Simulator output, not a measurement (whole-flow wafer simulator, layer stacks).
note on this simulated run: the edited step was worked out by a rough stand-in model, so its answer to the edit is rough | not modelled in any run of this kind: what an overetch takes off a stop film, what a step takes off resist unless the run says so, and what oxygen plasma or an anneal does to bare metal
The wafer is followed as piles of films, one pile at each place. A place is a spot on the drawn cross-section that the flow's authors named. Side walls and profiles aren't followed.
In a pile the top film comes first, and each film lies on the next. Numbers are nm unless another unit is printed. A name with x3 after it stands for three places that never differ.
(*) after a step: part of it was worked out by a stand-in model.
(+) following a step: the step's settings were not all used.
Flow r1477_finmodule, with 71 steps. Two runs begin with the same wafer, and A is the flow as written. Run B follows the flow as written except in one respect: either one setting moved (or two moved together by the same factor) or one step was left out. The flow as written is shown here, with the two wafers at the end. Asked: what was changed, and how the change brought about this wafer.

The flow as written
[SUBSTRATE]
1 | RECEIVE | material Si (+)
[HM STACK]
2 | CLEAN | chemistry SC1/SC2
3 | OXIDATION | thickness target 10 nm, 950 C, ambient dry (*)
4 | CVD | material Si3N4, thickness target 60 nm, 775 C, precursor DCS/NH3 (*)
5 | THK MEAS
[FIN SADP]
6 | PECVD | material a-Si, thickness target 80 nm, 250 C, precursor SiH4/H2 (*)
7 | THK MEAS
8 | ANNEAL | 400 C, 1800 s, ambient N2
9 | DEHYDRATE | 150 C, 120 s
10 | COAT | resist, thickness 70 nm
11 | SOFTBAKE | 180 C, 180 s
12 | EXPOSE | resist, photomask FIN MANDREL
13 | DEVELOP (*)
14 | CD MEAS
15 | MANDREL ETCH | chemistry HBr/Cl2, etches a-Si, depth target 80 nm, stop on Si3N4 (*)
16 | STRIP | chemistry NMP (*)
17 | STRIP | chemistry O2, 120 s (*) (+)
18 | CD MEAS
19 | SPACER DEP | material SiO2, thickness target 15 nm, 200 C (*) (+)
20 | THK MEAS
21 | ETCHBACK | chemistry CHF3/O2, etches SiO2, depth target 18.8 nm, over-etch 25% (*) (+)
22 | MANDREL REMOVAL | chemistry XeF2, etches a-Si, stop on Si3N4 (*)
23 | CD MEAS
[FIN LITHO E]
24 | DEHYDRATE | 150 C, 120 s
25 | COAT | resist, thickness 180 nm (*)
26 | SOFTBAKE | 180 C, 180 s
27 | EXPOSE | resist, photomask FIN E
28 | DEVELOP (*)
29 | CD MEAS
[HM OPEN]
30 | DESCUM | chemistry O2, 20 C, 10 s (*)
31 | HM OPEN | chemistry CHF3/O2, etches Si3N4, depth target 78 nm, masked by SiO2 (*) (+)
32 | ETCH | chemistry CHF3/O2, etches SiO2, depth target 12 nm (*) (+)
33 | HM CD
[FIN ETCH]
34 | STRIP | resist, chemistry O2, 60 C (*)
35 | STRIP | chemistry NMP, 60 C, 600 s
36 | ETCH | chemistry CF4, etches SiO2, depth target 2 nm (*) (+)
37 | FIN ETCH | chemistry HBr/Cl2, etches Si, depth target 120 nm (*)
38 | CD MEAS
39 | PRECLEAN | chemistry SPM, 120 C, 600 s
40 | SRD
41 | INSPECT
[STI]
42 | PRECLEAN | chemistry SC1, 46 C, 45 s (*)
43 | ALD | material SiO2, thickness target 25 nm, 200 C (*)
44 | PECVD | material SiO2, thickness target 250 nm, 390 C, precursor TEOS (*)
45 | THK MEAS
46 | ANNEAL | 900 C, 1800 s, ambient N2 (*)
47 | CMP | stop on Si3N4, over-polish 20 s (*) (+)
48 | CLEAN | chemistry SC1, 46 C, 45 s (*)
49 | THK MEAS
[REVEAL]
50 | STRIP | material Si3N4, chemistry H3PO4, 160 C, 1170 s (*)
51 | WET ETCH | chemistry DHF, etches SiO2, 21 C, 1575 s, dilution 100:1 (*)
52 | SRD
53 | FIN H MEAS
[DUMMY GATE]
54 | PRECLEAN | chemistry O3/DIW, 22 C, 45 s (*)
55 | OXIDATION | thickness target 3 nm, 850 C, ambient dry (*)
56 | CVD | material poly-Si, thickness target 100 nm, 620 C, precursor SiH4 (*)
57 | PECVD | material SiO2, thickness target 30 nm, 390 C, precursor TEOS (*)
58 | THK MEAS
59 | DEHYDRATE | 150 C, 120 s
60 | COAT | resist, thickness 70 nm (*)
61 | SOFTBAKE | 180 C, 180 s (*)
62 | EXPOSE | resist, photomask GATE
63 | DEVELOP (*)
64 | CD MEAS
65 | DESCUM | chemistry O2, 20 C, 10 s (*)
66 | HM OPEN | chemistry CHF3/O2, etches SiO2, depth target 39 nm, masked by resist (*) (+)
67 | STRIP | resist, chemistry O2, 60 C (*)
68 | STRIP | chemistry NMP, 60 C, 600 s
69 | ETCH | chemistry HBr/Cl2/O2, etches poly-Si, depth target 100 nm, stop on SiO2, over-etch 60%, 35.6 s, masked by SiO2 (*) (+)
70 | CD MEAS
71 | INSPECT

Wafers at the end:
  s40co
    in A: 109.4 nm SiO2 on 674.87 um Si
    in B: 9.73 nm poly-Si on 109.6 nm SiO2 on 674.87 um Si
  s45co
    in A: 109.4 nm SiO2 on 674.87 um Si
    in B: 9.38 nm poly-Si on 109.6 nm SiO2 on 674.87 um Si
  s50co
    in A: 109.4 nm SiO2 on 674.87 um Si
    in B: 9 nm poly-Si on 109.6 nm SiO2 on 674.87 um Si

The reason: step 56, CVD: thickness target 157.5 nm was run, while the flow as written has thickness target 100 nm.

Step by step, how the change led to this:
  56 | CVD | material poly-Si, thickness target 100 nm, 620 C, precursor SiH4 (*)
      pad, padg, elg and 26 more: A +100 poly-Si (new film) | B +157.5 poly-Si (new film)
      s40cg, s40co: A +113.9 poly-Si (new film) | B +172.2 poly-Si (new film)
      (also at 5 further places)
  67 | STRIP | resist, chemistry O2, 60 C (*)
      s40cg: A -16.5 resist (all of it) | B -15.8 resist (all of it)
      s45cg: A -16.9 resist (all of it) | B -16.1 resist (all of it)
      (also at 1 further place)
  69 | ETCH | chemistry HBr/Cl2/O2, etches poly-Si, depth target 100 nm, stop on SiO2, over-etch 60%, 35.6 s, masked by SiO2 (*) (+)
      pad, eso, e40so, e100so, e200so, s40so, s45so, s50so: A -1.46 chemical SiO2 (all of it), -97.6 poly-Si (all of it), -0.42 SiO2 | B -1.46 chemical SiO2 (all of it), -155.1 poly-Si (all of it)
      elo, e40lo, e100lo, e200lo: A -1.46 chemical SiO2 (all of it), -97.6 poly-Si (all of it), -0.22 Si3N4 | B -1.46 chemical SiO2 (all of it), -155.1 poly-Si (all of it)
      (also at 6 further places)
